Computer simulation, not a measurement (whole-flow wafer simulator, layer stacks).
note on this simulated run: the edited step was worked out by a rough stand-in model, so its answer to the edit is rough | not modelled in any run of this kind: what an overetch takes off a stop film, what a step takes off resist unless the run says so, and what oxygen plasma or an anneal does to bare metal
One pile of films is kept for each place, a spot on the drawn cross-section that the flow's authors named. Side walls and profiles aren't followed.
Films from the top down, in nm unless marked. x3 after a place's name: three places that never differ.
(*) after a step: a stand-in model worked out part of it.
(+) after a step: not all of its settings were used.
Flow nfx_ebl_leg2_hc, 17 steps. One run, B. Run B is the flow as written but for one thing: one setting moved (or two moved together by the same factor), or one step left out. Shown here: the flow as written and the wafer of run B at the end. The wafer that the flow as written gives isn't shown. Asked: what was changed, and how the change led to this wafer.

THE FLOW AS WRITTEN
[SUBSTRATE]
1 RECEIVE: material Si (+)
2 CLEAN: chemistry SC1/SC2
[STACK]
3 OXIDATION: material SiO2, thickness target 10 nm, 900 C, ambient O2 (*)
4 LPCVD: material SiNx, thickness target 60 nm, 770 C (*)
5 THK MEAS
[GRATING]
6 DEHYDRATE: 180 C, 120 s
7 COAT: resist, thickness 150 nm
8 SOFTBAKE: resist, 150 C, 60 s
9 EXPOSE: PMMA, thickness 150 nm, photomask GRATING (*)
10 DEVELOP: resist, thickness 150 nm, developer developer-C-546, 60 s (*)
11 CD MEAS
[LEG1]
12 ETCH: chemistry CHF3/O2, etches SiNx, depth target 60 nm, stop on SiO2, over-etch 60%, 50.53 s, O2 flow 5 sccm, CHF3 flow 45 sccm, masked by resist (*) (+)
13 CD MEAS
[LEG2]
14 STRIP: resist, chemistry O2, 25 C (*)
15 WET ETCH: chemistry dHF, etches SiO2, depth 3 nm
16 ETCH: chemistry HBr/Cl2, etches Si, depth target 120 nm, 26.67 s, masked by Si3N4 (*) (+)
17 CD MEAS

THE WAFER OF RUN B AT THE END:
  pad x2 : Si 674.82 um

The cause: step 16, ETCH: depth target 174 nm was run, where the flow has depth target 120 nm.

How the change led to this, step by step:
  16 ETCH: chemistry HBr/Cl2, etches Si, depth target 120 nm, 26.67 s, masked by Si3N4 (*) (+)
      pad x2: Si -174 (as written it would be: Si -120)
